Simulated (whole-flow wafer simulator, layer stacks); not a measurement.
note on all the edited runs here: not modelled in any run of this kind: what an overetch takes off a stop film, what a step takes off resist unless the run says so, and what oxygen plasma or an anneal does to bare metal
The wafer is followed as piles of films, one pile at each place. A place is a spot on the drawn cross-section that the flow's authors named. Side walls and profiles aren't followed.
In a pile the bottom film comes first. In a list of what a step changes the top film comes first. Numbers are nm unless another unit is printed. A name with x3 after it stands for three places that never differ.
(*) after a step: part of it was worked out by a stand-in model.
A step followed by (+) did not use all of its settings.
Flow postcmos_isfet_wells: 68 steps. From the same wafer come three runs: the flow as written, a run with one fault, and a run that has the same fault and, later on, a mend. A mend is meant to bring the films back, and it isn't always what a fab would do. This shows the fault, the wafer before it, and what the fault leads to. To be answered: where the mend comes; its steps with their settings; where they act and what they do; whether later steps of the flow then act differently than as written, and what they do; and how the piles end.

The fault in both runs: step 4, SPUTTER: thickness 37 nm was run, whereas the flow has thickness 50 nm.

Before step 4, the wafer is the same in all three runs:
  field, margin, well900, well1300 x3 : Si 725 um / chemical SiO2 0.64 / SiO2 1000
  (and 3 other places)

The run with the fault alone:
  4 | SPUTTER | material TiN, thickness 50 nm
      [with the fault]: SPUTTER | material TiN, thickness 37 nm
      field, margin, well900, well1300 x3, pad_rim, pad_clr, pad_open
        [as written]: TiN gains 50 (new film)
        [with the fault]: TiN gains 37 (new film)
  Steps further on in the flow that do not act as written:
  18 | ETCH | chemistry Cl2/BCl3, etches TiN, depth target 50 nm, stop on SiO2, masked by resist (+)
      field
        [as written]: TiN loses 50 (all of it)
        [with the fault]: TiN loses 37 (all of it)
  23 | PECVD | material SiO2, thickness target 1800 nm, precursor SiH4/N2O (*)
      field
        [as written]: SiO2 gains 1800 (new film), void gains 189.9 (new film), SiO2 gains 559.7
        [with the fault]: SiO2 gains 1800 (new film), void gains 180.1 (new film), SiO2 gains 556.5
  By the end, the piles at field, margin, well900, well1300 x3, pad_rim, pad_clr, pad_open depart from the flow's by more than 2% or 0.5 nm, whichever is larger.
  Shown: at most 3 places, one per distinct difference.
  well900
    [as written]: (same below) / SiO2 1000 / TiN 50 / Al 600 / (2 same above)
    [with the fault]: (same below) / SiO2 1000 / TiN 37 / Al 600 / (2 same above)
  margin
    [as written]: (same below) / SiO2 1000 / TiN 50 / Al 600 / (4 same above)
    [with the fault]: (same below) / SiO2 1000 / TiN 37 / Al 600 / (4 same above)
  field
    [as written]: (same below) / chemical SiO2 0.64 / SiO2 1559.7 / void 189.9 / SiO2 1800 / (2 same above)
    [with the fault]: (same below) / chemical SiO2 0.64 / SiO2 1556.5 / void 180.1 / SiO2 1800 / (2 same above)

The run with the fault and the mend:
  The mend follows step 4.
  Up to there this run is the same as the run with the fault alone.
  4a | SPUTTER | material TiN, thickness 13 nm (the flow's step 4 again, with other settings)
      field, margin, well900, well1300 x3, pad_rim, pad_clr, pad_open
        TiN gains 13
  None of the later steps of the flow acts differently than as written at any place that is followed.
  At every place that both follow, the piles at the end match the flow's.
